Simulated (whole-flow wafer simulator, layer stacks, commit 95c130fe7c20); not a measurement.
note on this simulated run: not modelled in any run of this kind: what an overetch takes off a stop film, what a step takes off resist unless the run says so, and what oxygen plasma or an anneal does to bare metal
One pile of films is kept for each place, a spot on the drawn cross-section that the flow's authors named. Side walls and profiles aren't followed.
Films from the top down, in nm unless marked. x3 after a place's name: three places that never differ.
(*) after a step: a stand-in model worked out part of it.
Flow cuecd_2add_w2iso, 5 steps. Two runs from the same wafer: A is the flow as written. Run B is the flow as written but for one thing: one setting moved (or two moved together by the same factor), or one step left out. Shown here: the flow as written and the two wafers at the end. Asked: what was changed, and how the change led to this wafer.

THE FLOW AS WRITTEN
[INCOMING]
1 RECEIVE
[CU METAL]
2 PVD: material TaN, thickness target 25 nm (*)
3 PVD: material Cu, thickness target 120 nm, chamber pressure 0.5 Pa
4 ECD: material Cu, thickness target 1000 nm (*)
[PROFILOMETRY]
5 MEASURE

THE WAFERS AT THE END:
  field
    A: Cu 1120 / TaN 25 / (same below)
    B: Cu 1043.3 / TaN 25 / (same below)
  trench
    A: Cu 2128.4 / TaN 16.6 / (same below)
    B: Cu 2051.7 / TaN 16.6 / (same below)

The cause: step 3, PVD: thickness target 43.3 nm was run, where the flow has thickness target 120 nm.

How the change led to this, step by step:
  3 PVD: material Cu, thickness target 120 nm, chamber pressure 0.5 Pa
      field: A Cu +120 (new film) | B Cu +43.3 (new film)
      trench: A Cu +80.8 (new film) | B Cu +29.3 (new film)
